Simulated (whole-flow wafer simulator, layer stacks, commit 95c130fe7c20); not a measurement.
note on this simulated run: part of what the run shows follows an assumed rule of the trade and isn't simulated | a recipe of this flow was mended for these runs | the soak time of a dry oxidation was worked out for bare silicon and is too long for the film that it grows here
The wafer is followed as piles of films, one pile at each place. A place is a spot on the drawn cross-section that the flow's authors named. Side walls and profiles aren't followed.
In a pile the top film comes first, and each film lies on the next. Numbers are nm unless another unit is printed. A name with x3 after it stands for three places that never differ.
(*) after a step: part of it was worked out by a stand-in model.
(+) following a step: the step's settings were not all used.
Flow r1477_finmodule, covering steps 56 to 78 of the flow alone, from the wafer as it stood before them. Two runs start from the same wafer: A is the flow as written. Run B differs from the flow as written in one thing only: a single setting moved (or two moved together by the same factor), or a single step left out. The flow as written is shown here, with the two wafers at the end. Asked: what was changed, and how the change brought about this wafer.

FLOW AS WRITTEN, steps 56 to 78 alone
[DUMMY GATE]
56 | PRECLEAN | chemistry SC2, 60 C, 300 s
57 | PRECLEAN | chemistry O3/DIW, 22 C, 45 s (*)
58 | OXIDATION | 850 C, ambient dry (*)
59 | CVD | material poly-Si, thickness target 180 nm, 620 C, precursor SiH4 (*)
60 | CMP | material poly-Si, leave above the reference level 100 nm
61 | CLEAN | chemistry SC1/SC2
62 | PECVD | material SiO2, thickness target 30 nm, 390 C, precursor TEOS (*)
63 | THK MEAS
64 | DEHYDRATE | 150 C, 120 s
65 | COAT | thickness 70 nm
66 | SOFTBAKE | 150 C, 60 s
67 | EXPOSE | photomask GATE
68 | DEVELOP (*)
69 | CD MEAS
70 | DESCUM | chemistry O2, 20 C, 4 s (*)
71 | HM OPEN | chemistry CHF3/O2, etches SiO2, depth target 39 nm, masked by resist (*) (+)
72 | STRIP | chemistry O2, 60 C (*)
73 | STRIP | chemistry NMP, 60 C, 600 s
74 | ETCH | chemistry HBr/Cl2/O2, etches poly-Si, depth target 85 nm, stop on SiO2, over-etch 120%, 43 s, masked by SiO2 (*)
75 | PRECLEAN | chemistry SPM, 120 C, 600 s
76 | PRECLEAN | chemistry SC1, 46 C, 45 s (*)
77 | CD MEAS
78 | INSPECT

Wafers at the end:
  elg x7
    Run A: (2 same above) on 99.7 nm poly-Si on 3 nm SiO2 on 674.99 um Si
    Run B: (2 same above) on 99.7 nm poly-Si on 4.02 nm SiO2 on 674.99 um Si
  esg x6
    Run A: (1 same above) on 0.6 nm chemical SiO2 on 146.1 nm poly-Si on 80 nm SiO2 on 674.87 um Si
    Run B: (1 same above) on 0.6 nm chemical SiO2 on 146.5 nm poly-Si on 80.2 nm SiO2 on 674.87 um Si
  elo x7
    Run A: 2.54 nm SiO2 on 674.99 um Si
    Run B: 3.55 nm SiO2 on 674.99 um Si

Cause: step 58, OXIDATION: 873 C was run, while the flow as written has 850 C.

Step by step, how the change led to this:
  58 | OXIDATION | 850 C, ambient dry (*)
      elg x7, elo x7: A +3 SiO2 (new film), -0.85 chemical SiO2 (all of it), -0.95 Si | B +4.02 SiO2 (new film), -0.85 chemical SiO2 (all of it), -1.39 Si
